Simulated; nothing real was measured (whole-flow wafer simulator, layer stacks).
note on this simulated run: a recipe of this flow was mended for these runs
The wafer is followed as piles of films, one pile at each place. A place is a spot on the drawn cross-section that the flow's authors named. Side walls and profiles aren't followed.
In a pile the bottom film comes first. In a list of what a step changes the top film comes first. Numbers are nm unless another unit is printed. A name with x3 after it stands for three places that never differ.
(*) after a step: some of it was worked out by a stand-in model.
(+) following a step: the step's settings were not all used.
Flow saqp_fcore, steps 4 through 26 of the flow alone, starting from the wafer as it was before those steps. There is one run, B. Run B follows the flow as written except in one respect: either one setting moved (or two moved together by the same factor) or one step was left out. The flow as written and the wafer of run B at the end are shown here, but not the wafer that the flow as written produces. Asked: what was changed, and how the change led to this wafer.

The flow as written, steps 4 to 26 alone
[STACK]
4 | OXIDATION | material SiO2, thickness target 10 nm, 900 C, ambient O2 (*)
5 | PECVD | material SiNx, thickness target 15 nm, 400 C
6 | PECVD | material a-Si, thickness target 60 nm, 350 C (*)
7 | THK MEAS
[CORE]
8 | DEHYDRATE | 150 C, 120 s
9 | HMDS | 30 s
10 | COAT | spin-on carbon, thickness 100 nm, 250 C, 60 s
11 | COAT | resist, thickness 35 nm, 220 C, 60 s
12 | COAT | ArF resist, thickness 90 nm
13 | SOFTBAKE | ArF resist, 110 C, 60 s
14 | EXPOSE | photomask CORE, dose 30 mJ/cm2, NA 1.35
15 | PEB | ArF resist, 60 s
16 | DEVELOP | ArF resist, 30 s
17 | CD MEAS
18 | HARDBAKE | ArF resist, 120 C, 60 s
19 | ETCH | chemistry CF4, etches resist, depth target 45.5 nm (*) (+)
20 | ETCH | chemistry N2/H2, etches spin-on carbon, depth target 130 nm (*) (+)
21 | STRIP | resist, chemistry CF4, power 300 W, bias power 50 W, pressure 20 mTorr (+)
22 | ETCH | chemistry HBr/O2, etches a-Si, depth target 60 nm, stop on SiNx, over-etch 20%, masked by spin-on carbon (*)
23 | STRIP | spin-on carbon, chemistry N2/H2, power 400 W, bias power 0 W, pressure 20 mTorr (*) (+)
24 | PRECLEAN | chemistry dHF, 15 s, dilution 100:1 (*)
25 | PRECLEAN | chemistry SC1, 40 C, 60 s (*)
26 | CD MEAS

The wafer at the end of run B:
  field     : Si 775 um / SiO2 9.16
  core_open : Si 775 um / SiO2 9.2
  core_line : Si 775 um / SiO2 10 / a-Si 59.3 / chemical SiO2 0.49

The reason: step 5, PECVD: material SiNx, thickness target 15 nm, 400 C, was skipped.

Step by step, how the change led to this:
  22 | ETCH | chemistry HBr/O2, etches a-Si, depth target 60 nm, stop on SiNx, over-etch 20%, masked by spin-on carbon (*)
      field: -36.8 a-Si (all of it), -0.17 SiO2 (as written it would have been: -36.8 a-Si (all of it), -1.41 SiNx)
      core_open: -39.4 a-Si (all of it), -0.13 SiO2 (as written it would have been: -39.4 a-Si (all of it), -1.3 SiNx)
  24 | PRECLEAN | chemistry dHF, 15 s, dilution 100:1 (*)
      field, core_open: -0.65 SiO2 (as written it would have been: -1.31 SiNx)
